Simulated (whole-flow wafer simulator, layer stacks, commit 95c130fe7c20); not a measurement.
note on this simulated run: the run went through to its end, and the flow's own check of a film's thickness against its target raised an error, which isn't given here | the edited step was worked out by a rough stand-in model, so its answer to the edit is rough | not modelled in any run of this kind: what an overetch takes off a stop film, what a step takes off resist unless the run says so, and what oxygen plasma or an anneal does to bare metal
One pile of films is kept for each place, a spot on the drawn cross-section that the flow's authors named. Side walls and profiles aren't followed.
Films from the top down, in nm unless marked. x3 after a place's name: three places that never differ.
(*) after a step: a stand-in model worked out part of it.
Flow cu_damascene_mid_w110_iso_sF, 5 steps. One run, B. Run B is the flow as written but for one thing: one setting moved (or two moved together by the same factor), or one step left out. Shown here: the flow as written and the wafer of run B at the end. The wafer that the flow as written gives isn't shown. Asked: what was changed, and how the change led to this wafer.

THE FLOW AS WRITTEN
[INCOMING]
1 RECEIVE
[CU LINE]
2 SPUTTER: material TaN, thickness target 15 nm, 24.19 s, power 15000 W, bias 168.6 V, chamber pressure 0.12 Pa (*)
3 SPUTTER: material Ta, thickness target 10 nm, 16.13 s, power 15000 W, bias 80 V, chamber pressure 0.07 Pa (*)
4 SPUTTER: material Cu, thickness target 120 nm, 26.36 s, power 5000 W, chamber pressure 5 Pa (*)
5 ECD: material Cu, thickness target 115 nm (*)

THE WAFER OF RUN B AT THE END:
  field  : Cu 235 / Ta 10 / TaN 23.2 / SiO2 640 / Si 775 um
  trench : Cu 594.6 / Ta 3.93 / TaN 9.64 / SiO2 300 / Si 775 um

The cause: step 2, SPUTTER: thickness target 23.2 nm was run, where the flow has thickness target 15 nm; step 2, SPUTTER: 37.49 s was run, where the flow has 24.19 s.
It can be read off the wafer: field has TaN 23.2, and step 2 as written asks for 15 nm.

How the change led to this, step by step:
  2 SPUTTER: material TaN, thickness target 15 nm, 24.19 s, power 15000 W, bias 168.6 V, chamber pressure 0.12 Pa (*)
      field: TaN +23.2 (new film) (as written it would be: TaN +15 (new film))
      trench: TaN +9.64 (new film) (as written it would be: TaN +6.23 (new film))
  4 SPUTTER: material Cu, thickness target 120 nm, 26.36 s, power 5000 W, chamber pressure 5 Pa (*)
      trench: Cu +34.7 (new film) (as written it would be: Cu +35.7 (new film))
